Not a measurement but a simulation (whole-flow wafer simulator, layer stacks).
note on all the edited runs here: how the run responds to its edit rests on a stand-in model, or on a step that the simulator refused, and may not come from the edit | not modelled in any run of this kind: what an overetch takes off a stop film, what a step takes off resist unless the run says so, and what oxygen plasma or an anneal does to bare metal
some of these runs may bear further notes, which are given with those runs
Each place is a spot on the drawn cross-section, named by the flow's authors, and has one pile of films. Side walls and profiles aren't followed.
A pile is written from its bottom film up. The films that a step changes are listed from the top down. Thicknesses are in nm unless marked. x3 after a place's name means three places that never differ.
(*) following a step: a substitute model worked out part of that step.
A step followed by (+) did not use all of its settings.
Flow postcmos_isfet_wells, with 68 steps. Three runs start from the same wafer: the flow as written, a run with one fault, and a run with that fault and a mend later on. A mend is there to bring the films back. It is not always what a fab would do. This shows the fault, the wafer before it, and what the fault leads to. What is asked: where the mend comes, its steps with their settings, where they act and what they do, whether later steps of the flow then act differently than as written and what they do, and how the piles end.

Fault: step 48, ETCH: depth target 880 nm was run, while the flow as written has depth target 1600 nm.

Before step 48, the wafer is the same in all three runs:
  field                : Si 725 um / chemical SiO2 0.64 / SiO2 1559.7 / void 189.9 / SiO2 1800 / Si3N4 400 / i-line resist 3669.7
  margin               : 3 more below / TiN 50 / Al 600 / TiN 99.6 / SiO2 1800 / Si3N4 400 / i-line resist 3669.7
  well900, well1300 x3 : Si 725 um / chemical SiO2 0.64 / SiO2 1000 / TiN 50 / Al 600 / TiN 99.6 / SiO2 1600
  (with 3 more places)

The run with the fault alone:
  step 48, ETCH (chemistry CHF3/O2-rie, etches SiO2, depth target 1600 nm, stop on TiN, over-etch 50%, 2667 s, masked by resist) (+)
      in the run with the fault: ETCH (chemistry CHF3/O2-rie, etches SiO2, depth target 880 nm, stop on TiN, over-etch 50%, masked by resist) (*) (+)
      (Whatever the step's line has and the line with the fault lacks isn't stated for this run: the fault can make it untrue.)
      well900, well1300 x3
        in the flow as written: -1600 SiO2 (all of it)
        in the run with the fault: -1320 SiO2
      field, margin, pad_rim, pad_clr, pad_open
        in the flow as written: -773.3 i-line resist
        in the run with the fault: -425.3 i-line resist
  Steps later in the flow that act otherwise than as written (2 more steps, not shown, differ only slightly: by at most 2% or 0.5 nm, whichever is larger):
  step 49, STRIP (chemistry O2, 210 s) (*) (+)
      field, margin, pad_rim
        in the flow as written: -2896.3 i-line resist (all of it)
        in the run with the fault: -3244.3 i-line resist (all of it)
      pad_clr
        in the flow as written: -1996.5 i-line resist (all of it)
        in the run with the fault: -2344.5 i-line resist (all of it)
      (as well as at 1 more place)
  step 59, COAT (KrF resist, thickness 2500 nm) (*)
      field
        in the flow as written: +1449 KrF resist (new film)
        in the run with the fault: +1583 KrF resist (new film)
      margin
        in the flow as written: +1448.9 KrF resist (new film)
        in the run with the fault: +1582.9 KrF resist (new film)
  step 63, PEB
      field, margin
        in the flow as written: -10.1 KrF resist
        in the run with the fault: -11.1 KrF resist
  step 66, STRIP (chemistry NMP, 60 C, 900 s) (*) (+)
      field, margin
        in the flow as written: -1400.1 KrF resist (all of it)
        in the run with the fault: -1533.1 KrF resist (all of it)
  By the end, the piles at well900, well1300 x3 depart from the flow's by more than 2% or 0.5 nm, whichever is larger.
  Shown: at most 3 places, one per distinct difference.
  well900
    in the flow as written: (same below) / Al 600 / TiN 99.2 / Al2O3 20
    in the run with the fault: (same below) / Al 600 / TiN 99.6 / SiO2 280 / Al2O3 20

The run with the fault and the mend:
  After step 48 comes the mend.
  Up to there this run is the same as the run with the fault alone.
  step 48a, ETCH (chemistry CHF3/O2-rie, etches SiO2, depth target 720 nm, stop on TiN, over-etch 50%, masked by resist) (+) (the flow's step 48 again, with other settings)
      field, margin, pad_rim, pad_clr, pad_open
        -348 i-line resist
      well900, well1300 x3
        -280 SiO2 (all of it)
  None of the later steps of the flow acts differently than as written at any place that is followed.
  By the end, the piles equal the flow's at every place that both follow.
